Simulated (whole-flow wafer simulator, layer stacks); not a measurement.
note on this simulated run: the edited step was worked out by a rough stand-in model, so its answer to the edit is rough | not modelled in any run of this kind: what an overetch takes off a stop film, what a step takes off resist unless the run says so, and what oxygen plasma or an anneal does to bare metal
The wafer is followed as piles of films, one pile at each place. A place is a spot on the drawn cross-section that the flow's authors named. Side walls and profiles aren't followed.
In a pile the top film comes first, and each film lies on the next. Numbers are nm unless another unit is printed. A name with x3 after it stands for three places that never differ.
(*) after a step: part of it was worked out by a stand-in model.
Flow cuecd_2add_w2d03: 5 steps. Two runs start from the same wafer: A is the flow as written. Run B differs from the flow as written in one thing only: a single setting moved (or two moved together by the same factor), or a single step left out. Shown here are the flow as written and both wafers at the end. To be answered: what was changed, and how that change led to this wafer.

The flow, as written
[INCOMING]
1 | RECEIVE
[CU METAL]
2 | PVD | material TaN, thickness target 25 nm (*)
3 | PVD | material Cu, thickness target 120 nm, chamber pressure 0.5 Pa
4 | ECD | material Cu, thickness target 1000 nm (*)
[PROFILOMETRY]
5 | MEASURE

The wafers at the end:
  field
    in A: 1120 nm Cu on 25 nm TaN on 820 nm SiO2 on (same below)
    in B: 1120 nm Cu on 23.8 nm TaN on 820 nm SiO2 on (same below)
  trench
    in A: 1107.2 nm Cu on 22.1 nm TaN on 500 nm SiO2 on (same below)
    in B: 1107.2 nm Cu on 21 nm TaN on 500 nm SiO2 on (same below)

Cause: step 2, PVD: thickness target 23.8 nm was run, while the flow as written has thickness target 25 nm.
The wafer lets one read it off: field has TaN 23.8, and step 2 as written asks for 25 nm.

Step by step, how the change led to this:
  2 | PVD | material TaN, thickness target 25 nm (*)
      field: A TaN gains 25 (new film) | B TaN gains 23.8 (new film)
      trench: A TaN gains 22.1 (new film) | B TaN gains 21 (new film)
